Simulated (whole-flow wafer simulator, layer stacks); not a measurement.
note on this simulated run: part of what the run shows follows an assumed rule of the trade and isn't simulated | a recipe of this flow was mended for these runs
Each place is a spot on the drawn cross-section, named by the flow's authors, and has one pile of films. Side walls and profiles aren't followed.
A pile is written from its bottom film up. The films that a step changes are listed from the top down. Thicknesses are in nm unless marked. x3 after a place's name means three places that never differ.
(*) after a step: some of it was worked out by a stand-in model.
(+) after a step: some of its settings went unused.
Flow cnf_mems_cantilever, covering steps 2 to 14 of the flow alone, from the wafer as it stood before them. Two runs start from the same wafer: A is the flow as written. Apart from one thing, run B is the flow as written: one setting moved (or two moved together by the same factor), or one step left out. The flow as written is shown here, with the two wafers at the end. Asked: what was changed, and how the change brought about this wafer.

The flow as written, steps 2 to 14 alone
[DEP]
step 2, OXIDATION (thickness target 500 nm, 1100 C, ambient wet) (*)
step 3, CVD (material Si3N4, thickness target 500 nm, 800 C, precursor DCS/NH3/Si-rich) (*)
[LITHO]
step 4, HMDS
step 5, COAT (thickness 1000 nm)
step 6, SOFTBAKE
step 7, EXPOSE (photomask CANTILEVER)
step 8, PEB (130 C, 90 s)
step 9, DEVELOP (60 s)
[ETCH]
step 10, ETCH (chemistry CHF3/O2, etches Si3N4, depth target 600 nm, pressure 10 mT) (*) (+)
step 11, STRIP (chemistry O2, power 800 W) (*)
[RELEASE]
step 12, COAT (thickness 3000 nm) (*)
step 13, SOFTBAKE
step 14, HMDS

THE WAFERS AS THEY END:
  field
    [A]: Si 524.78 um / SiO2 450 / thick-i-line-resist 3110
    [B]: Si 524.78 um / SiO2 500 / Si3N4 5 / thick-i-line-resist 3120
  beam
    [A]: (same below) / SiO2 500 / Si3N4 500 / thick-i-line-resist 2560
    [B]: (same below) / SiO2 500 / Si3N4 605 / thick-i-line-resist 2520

What caused this: step 3, CVD: thickness target 605 nm was run, while the flow as written has thickness target 500 nm.
The wafer itself shows it: beam has Si3N4 605, and step 3 as written asks for 500 nm.

How this came from the change, step by step:
  step 3, CVD (material Si3N4, thickness target 500 nm, 800 C, precursor DCS/NH3/Si-rich) (*)
      field, beam: A +500 Si3N4 (new film) | B +605 Si3N4 (new film)
  step 10, ETCH (chemistry CHF3/O2, etches Si3N4, depth target 600 nm, pressure 10 mT) (*) (+)
      field: A -500 Si3N4 (all of it), -50 SiO2 | B -600 Si3N4
  step 13, SOFTBAKE
      field: A +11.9 thick-i-line-resist | B +13.2 thick-i-line-resist
      beam: A -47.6 thick-i-line-resist | B -52.8 thick-i-line-resist
